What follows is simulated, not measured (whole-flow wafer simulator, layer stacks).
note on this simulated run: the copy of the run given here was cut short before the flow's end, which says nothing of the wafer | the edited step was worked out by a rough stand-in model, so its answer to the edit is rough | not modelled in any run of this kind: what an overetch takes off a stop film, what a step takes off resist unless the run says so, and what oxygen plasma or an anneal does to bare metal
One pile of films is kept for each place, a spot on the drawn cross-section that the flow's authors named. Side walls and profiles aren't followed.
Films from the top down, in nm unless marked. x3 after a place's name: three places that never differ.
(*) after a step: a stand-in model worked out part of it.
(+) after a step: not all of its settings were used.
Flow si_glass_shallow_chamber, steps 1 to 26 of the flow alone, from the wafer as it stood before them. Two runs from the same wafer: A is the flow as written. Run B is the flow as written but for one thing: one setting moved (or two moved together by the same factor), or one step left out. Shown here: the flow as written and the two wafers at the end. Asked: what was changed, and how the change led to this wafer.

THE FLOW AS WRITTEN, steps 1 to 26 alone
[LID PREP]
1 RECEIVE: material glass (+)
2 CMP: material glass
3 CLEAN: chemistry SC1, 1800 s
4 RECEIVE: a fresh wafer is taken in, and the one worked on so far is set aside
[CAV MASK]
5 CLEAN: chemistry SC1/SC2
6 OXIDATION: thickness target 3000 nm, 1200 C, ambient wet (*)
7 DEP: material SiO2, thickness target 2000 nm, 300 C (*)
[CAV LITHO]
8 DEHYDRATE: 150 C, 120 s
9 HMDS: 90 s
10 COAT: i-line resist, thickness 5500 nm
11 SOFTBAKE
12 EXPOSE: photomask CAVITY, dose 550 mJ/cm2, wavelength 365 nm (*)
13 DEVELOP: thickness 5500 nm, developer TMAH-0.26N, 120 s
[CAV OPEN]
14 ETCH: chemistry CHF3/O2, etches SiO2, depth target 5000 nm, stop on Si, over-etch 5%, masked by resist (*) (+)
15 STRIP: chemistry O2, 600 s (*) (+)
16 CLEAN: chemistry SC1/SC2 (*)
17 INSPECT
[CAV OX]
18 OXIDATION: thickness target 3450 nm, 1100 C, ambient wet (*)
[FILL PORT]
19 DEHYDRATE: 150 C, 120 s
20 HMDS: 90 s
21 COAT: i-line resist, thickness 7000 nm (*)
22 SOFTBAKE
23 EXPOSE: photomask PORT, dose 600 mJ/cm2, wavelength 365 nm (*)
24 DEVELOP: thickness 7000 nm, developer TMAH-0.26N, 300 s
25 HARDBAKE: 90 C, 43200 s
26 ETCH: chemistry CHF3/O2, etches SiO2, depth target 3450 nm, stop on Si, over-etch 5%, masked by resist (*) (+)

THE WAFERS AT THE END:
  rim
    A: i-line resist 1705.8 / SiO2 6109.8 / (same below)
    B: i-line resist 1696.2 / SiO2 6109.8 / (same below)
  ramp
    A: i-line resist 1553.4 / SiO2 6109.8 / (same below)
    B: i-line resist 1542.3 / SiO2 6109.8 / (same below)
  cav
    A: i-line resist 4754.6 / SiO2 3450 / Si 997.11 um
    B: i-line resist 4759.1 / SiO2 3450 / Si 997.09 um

The cause: step 14, ETCH: over-etch 6.94% was run, where the flow has over-etch 5%.

How the change led to this, step by step:
  14 ETCH: chemistry CHF3/O2, etches SiO2, depth target 5000 nm, stop on Si, over-etch 5%, masked by resist (*) (+)
      cav, port: A SiO2 -5000 (all of it), Si -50 | B SiO2 -5000 (all of it), Si -69.4
  15 STRIP: chemistry O2, 600 s (*) (+)
      rim, ramp, septum, ring: A i-line resist -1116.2 (all of it) | B i-line resist -1035.3 (all of it)
